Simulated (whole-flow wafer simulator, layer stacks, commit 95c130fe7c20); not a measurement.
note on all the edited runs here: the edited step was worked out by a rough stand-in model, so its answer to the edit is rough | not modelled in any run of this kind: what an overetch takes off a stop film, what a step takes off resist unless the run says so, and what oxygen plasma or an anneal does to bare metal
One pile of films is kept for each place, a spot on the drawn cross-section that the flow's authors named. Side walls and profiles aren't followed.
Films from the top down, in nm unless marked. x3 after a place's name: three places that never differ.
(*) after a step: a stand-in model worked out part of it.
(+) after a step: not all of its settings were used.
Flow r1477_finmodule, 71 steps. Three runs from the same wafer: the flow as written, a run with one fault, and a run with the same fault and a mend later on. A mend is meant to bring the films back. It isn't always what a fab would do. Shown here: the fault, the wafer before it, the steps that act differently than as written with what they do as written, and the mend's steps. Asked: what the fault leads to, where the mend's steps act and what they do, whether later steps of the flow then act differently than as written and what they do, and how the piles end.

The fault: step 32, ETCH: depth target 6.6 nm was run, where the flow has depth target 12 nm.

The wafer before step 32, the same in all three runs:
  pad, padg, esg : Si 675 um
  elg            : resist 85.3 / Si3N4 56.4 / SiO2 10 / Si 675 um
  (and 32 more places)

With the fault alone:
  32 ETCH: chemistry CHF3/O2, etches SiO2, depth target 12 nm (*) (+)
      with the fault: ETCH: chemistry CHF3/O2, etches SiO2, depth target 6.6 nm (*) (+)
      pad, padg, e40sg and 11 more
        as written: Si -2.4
        with the fault: Si -1.32
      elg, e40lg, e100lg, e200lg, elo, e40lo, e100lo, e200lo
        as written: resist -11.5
        with the fault: resist -6.33
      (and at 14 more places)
  Later steps of the flow that act differently than as written (5 more steps differ only slightly, by at most 2% or 0.5 nm, whichever is larger, and aren't shown):
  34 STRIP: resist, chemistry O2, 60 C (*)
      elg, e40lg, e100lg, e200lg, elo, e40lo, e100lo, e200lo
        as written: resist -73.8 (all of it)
        with the fault: resist -78.9 (all of it)
  At the end the piles differ from the flow's only slightly at the places that both follow, by at most 2% or 0.5 nm, whichever is larger.

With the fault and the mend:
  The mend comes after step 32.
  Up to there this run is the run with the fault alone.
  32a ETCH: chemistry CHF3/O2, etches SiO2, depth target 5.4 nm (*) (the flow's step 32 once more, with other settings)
      pad, padg, e40sg and 11 more
        Si -1.08
      elg, e40lg, e100lg, e200lg, elo, e40lo, e100lo, e200lo
        resist -5.17
      s40sg_line, s45sg_line, s50sg_line, s40so_line, s45so_line, s50so_line
        SiO2 -5.4
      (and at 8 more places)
  No later step of the flow acts differently than as written, at any place that is followed, by more than 2% or 0.5 nm, whichever is larger.
  At the end the piles differ from the flow's only slightly at the places that both follow, by at most 2% or 0.5 nm, whichever is larger.
